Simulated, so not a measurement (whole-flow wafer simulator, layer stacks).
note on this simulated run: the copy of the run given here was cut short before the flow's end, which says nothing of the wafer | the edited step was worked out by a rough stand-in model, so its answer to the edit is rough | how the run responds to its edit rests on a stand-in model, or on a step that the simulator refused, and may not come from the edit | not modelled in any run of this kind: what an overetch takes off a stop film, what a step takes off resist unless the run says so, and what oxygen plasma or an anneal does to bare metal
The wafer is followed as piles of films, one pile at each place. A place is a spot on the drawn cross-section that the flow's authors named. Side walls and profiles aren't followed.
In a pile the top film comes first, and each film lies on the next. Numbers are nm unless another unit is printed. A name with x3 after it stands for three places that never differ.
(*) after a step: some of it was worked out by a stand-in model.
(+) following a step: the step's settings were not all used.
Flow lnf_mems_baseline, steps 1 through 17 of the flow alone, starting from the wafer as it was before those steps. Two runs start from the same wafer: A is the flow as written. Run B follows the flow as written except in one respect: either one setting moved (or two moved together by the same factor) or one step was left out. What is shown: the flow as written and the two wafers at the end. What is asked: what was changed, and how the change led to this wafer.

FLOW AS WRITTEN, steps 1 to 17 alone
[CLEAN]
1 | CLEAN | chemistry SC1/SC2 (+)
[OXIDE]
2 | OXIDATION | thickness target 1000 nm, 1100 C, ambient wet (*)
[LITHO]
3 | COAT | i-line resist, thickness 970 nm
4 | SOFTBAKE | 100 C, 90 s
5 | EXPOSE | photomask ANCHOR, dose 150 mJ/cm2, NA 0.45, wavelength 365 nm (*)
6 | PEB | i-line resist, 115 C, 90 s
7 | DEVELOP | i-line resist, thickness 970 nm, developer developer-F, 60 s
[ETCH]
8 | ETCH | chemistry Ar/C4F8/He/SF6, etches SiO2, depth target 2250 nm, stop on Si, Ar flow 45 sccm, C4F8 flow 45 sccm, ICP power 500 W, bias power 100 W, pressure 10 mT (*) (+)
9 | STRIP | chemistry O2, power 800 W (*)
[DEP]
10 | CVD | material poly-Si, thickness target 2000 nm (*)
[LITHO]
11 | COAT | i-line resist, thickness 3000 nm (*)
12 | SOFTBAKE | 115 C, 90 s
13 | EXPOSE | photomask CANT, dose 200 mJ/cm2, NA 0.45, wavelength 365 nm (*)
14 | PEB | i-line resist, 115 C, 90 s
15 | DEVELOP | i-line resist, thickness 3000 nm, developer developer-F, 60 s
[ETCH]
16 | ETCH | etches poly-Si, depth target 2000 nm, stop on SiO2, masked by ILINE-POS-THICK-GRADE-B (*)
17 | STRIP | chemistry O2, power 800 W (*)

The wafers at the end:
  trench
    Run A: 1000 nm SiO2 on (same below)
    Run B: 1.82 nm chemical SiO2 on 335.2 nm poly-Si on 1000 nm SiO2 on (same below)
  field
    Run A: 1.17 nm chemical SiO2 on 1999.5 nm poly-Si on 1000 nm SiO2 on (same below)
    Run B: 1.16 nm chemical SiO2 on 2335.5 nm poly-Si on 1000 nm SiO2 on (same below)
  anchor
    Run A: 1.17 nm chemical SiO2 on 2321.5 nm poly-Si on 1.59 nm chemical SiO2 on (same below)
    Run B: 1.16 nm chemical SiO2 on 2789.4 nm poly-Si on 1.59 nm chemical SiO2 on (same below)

Cause: step 10, CVD: thickness target 2336 nm was run, while the flow as written has thickness target 2000 nm.

Step by step, how the change led to this:
  10 | CVD | material poly-Si, thickness target 2000 nm (*)
      field, beam, trench, char_slit: A +2000 poly-Si (new film) | B +2336 poly-Si (new film)
      anchor: A +2322 poly-Si (new film) | B +2789.9 poly-Si (new film)
  11 | COAT | i-line resist, thickness 3000 nm (*)
      anchor: A +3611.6 i-line resist (new film) | B +3486 i-line resist (new film)
  12 | SOFTBAKE | 115 C, 90 s
      field: A -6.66 i-line resist | B -6.09 i-line resist
      anchor: A +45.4 i-line resist | B +40.9 i-line resist
      (as well as at 2 more places)
  14 | PEB | i-line resist, 115 C, 90 s
      anchor: A -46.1 i-line resist | B -43.8 i-line resist
  16 | ETCH | etches poly-Si, depth target 2000 nm, stop on SiO2, masked by ILINE-POS-THICK-GRADE-B (*)
      trench, char_slit: A -2000 poly-Si (all of it) | B -2000 poly-Si
  17 | STRIP | chemistry O2, power 800 W (*)
      trench, char_slit: A nothing | B +1.82 chemical SiO2 (new film), -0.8 poly-Si
      anchor: A +1.17 chemical SiO2 (new film), -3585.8 i-line resist (all of it), -0.52 poly-Si | B +1.16 chemical SiO2 (new film), -3458 i-line resist (all of it), -0.51 poly-Si
